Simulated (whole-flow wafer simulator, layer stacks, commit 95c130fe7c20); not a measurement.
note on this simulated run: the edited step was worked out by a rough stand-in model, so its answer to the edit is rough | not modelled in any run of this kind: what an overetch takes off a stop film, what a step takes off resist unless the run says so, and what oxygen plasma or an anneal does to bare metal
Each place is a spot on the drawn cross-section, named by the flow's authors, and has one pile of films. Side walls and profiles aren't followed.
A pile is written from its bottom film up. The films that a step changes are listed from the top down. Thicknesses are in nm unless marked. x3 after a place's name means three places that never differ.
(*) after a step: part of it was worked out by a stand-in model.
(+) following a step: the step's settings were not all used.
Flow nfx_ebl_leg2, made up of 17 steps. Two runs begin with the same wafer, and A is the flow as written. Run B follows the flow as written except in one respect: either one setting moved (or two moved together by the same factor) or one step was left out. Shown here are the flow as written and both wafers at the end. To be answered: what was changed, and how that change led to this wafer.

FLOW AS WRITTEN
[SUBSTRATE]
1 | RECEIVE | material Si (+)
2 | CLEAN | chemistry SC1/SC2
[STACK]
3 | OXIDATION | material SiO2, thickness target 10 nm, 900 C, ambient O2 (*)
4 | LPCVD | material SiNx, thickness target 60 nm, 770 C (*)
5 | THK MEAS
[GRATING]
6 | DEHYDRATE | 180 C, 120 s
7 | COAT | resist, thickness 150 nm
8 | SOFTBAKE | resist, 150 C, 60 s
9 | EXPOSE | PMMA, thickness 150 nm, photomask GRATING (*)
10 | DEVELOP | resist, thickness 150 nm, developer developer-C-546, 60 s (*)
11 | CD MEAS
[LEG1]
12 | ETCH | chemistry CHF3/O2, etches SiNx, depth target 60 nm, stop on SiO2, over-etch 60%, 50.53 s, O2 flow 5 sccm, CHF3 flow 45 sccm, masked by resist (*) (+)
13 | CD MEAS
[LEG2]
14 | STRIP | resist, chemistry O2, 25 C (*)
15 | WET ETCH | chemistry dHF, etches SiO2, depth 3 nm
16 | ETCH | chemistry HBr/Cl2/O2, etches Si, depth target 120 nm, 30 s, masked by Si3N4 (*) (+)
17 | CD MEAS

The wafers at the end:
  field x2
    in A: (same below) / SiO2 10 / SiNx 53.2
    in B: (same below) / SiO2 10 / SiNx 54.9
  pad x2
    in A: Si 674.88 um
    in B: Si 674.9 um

Cause: step 16, ETCH: depth target 90.6 nm was run, though the flow has depth target 120 nm; step 16, ETCH: 22.65 s was run, where the flow has 30 s.

How this came from the change, step by step:
  16 | ETCH | chemistry HBr/Cl2/O2, etches Si, depth target 120 nm, 30 s, masked by Si3N4 (*) (+)
      field x2: A SiNx loses 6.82 | B SiNx loses 5.15
      pad x2: A Si loses 120 | B Si loses 90.6
